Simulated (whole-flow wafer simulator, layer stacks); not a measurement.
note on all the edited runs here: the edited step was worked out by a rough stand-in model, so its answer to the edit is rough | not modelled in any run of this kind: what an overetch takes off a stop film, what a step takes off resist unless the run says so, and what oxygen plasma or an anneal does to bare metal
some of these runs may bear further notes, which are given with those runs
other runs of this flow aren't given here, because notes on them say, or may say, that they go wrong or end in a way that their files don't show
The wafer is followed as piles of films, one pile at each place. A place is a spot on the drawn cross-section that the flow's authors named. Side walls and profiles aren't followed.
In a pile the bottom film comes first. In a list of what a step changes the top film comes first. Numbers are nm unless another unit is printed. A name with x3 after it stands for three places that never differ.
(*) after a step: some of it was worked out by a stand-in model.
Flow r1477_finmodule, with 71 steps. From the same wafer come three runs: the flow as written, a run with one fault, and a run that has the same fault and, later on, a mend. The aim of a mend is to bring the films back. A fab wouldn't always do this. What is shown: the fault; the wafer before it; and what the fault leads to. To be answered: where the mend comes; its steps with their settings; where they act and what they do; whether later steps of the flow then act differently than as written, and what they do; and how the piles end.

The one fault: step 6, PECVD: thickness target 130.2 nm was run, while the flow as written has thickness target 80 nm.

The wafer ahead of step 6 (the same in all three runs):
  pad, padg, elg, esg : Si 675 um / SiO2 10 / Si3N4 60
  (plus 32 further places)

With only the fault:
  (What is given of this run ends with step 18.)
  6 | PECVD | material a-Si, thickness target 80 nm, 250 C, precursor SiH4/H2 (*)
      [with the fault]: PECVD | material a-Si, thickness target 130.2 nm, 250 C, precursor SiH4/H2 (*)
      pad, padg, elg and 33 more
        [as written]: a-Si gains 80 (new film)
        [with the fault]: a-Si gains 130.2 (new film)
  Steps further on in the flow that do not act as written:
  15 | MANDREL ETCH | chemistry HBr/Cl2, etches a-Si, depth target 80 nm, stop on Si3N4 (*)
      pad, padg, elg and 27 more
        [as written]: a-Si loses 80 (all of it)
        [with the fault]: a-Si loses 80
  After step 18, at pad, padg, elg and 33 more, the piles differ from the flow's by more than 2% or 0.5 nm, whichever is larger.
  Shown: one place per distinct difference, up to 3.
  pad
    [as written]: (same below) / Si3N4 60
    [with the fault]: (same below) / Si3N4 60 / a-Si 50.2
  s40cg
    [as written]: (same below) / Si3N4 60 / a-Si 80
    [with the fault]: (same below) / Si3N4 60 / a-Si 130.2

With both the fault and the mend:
  The mend stands after step 7.
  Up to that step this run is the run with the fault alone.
  7a | ETCH | chemistry tmah, depth target 50.2 nm
      pad, padg, elg and 33 more
        a-Si loses 50.2
  Later steps of the flow that are run all act as written at every place that is followed.
  At every place that both follow, the piles at the end match the flow's.
